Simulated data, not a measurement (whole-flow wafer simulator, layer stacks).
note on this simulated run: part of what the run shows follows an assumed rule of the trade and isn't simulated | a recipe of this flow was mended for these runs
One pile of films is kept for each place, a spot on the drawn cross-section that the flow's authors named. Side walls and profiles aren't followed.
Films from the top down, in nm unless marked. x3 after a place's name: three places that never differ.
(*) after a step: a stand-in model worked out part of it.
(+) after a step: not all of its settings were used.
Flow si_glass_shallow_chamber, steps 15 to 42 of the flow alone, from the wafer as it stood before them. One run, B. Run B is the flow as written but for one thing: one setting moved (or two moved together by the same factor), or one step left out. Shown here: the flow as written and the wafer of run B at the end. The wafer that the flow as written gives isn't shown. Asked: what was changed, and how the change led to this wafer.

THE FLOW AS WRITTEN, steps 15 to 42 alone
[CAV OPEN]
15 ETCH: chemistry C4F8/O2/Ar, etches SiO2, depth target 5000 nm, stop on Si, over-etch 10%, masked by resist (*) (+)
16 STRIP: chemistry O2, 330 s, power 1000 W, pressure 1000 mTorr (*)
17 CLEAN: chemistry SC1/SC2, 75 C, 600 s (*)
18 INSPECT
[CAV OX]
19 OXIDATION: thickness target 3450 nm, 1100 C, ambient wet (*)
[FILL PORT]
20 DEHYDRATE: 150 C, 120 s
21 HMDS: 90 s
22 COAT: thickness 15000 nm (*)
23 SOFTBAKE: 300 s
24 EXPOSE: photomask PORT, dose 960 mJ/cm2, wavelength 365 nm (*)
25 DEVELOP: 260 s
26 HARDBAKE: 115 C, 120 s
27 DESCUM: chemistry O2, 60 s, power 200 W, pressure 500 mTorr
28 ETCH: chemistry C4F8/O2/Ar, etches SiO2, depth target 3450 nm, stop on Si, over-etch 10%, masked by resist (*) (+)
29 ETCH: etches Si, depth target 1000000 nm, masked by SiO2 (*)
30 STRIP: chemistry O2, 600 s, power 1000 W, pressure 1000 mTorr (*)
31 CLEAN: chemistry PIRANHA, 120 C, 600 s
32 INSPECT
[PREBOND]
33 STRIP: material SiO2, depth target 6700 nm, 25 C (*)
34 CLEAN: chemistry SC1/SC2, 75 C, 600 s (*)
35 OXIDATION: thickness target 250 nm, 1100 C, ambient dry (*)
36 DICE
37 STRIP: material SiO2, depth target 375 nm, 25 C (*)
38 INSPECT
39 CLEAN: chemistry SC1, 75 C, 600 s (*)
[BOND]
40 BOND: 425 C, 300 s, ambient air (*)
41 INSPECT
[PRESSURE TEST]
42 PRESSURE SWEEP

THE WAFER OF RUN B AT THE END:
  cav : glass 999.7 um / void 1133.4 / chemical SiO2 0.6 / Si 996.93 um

The cause: step 15, ETCH: over-etch 16% was run, where the flow has over-etch 10%.

How the change led to this, step by step:
  15 ETCH: chemistry C4F8/O2/Ar, etches SiO2, depth target 5000 nm, stop on Si, over-etch 10%, masked by resist (*) (+)
      rim, ramp, septum, ring: thick-i-line-resist -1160 (as written it would be: thick-i-line-resist -1100)
      cav, port: SiO2 -5000 (all of it), Si -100 (as written it would be: SiO2 -5000 (all of it), Si -62.5)
  22 COAT: thickness 15000 nm (*)
      rim: thick-i-line-resist +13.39 um (new film) (as written it would be: thick-i-line-resist +13.4 um (new film))
      ramp: thick-i-line-resist +12.87 um (new film) (as written it would be: thick-i-line-resist +12.89 um (new film))
      (and at 1 more place)
  25 DEVELOP: 260 s
      port: thick-i-line-resist -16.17 um (all of it) (as written it would be: thick-i-line-resist -16.16 um (all of it))
  29 ETCH: etches Si, depth target 1000000 nm, masked by SiO2 (*)
      rim, ramp: thick-i-line-resist -11.45 um (all of it), SiO2 -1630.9 (as written it would be: thick-i-line-resist -11.47 um (all of it), SiO2 -1617.3)
      port: hole +997.01 um (new film), Si -997.01 um (all of it) (as written it would be: hole +997.05 um (new film), Si -997.05 um (all of it))
  40 BOND: 425 C, 300 s, ambient air (*)
      cav: glass +999.7 um (new film), void +1133.4 (new film) (as written it would be: glass +999.7 um (new film), void +1095.9 (new film))
      port: glass +999.7 um (new film), hole +1054.8 (as written it would be: glass +999.7 um (new film), hole +1017.3)
